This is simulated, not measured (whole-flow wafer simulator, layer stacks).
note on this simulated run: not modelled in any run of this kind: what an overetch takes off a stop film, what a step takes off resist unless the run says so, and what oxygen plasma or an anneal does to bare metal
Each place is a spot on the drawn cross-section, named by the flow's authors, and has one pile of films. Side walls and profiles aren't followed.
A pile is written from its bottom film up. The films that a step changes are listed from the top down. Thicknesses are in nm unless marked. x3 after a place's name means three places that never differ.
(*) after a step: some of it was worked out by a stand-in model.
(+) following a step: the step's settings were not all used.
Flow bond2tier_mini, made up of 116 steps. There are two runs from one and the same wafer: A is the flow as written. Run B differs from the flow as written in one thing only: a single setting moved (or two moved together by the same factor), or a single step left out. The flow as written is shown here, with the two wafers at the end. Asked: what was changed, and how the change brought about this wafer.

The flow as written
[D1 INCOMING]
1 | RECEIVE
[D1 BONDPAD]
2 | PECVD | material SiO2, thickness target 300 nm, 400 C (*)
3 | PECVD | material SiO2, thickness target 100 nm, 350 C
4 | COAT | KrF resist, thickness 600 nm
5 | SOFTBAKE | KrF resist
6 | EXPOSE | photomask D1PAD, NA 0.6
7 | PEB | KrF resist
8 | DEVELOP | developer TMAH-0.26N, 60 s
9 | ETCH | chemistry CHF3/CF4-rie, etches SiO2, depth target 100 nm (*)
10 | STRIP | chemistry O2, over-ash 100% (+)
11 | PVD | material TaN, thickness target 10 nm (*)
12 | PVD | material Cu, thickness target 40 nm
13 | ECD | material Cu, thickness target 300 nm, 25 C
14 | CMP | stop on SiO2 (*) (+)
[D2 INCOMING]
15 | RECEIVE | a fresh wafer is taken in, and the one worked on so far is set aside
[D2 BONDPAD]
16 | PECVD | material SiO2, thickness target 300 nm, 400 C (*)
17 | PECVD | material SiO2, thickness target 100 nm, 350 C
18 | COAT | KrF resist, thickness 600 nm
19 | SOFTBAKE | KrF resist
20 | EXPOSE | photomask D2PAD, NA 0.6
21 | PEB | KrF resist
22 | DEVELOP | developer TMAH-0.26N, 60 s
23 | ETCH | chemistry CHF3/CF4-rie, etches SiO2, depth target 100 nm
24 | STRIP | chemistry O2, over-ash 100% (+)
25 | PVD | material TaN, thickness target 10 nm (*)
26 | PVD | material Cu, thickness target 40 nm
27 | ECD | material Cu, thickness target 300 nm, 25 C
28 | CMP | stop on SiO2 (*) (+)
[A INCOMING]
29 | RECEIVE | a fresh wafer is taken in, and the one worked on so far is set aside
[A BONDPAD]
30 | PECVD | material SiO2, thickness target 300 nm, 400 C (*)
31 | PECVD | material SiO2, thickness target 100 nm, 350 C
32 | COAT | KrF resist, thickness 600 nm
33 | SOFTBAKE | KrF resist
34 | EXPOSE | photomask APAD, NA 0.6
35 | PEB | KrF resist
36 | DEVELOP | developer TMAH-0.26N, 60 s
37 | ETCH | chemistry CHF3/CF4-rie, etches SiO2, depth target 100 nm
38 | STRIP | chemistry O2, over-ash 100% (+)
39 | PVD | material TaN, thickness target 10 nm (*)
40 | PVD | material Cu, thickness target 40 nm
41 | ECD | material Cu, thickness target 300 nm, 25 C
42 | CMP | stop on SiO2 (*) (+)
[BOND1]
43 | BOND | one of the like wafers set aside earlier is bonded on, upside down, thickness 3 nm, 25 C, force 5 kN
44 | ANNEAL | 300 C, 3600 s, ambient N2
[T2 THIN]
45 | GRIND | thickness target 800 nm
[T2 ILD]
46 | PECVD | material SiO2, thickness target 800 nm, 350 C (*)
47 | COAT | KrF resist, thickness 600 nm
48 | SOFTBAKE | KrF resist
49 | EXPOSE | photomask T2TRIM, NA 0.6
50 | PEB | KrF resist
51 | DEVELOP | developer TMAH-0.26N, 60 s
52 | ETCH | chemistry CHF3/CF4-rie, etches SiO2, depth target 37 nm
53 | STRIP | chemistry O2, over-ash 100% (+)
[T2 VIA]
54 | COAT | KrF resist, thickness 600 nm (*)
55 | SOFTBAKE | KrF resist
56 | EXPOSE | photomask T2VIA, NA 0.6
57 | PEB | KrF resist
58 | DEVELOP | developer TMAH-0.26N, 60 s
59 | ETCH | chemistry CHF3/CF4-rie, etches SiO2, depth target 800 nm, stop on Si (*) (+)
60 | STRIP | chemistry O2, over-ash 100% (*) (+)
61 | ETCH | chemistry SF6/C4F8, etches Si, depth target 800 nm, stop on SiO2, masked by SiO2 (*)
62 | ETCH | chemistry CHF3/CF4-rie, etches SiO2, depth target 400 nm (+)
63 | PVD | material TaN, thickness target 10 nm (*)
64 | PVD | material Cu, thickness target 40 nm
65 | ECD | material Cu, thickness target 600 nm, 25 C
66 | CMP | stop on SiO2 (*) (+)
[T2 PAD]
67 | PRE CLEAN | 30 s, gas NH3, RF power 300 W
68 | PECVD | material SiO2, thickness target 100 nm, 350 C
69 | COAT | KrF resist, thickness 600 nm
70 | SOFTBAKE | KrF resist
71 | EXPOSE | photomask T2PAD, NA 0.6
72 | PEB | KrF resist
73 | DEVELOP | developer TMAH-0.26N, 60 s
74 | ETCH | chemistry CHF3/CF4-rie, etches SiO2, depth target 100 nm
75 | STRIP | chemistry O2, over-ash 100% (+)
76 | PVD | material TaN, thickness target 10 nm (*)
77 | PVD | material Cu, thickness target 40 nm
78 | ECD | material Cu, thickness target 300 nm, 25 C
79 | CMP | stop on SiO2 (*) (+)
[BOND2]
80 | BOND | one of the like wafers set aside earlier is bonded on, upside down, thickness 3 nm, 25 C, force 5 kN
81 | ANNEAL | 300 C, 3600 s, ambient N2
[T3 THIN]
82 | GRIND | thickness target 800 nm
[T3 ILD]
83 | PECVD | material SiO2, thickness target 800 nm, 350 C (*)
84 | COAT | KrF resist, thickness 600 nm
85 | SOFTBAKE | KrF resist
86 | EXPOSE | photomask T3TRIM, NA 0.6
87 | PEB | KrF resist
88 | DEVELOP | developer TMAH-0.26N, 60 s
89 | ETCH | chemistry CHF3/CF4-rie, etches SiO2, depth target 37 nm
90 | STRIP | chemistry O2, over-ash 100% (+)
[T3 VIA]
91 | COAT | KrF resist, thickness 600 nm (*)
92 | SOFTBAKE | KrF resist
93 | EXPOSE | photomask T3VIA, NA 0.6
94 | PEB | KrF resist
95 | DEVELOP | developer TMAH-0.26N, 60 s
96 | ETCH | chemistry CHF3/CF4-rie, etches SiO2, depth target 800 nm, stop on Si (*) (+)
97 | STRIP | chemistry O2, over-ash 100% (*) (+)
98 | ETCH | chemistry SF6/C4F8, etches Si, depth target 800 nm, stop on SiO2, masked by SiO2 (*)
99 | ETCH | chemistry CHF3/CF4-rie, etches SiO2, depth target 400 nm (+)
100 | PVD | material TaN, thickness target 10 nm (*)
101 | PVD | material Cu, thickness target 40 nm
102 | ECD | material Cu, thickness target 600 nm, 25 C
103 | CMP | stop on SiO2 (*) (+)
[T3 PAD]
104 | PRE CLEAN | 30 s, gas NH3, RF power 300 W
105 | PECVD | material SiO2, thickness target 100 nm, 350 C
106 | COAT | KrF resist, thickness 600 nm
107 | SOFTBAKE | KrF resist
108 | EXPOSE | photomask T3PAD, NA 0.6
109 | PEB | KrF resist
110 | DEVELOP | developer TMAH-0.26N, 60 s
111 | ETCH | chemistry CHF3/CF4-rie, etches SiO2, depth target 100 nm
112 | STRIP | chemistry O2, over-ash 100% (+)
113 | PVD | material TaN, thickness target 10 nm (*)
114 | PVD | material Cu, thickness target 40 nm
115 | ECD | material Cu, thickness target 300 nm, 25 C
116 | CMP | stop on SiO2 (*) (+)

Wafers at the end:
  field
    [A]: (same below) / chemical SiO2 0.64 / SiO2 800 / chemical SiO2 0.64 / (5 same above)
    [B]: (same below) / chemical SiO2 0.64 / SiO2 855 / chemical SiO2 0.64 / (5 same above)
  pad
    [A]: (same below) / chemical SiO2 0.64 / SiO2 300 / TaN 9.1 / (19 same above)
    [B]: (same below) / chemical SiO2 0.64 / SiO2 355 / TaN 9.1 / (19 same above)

Cause: step 31, PECVD: thickness target 155 nm was run, while the flow as written has thickness target 100 nm.

How this came from the change, step by step:
  31 | PECVD | material SiO2, thickness target 100 nm, 350 C
      field, pad, via: A +100 SiO2 | B +155 SiO2
